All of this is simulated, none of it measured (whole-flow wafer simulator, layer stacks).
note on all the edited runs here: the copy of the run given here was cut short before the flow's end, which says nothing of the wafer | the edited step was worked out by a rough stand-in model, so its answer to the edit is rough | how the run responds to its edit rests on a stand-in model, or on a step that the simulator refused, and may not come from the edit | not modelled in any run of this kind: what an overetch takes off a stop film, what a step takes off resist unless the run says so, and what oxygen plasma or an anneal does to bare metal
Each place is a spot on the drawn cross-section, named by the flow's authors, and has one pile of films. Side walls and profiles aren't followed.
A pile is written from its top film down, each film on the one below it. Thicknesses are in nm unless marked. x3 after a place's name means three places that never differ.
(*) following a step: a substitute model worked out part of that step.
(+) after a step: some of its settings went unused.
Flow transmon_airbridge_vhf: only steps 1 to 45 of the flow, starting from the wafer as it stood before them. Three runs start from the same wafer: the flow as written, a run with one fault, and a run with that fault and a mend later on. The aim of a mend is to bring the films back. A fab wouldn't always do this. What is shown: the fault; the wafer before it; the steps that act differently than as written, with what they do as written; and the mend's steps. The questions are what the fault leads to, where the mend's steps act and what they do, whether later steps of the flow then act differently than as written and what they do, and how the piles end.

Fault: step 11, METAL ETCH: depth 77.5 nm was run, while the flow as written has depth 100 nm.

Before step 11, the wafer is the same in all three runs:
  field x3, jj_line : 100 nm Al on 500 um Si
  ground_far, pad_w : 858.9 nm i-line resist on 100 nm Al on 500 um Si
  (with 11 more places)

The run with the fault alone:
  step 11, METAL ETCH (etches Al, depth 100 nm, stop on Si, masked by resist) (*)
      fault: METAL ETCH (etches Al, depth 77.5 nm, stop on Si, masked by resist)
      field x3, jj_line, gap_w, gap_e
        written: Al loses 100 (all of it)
        fault: Al loses 77.5
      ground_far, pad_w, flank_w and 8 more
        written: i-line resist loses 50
        fault: i-line resist loses 38.8
  Steps further on in the flow that do not act as written (20 other steps are not shown; they differ only slightly, by no more than 2% or 0.5 nm, whichever is larger):
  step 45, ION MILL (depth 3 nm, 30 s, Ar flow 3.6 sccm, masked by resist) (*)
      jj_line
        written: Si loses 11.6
        fault: Al loses 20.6
  The piles end different from the flow's at field x3, jj_line, gap_w, gap_e by more than 2% or 0.5 nm, whichever is larger.
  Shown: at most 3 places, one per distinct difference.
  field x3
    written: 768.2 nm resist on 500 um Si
    fault: 768.2 nm resist on 22.5 nm Al on 500 um Si
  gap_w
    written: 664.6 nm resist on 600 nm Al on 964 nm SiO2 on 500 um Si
    fault: 658.4 nm resist on 600 nm Al on 964 nm SiO2 on 22.5 nm Al on 500 um Si
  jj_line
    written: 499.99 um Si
    fault: 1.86 nm Al on 500 um Si

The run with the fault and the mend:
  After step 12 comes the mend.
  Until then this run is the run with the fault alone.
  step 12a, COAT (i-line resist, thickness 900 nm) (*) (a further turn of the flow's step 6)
      field x3, jj_line, trace_open_s x2, margin_s, bridge_strip, margin_n
        i-line resist gains 900 (new film)
      pad_w, pad_e
        i-line resist gains 890.5 (new film)
      flank_w, flank_e
        i-line resist gains 881.8 (new film)
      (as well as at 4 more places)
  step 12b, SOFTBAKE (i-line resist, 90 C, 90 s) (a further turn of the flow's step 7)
      flank_w, flank_e
        i-line resist loses 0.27
      gap_w, gap_e
        i-line resist gains 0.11
      cpw_trace
        i-line resist loses 0.06
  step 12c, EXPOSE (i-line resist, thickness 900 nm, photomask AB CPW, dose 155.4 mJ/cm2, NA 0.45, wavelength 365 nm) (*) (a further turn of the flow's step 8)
      does not change any film at any place that is followed
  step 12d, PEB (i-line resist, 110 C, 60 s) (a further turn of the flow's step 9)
      field x3, jj_line, trace_open_s x2, margin_s, bridge_strip, margin_n
        i-line resist loses 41
      pad_w, pad_e
        i-line resist loses 40.6
      flank_w, flank_e
        i-line resist loses 40.2
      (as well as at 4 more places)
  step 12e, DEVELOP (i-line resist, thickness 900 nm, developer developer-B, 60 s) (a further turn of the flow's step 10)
      pad_w, flank_w, cpw_trace and 7 more
        i-line resist loses 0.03
      field x3, jj_line
        i-line resist loses 859 (all of it)
      gap_w, gap_e
        i-line resist loses 899.4 (all of it)
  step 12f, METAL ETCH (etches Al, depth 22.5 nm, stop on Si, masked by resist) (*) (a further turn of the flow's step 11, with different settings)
      ground_far, pad_w, flank_w and 8 more
        i-line resist loses 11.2
      field x3, jj_line, gap_w, gap_e
        Al loses 22.5 (all of it)
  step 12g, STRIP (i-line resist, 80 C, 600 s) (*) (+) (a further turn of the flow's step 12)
      trace_open_s x2, margin_s, bridge_strip, margin_n
        i-line resist loses 847.7 (all of it)
      pad_w, pad_e
        i-line resist loses 838.6 (all of it)
      flank_w, flank_e
        i-line resist loses 830.1 (all of it)
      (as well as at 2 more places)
  None of the later steps of the flow acts differently than as written at any place that is followed.
  By the end, the piles equal the flow's at every place that both follow.
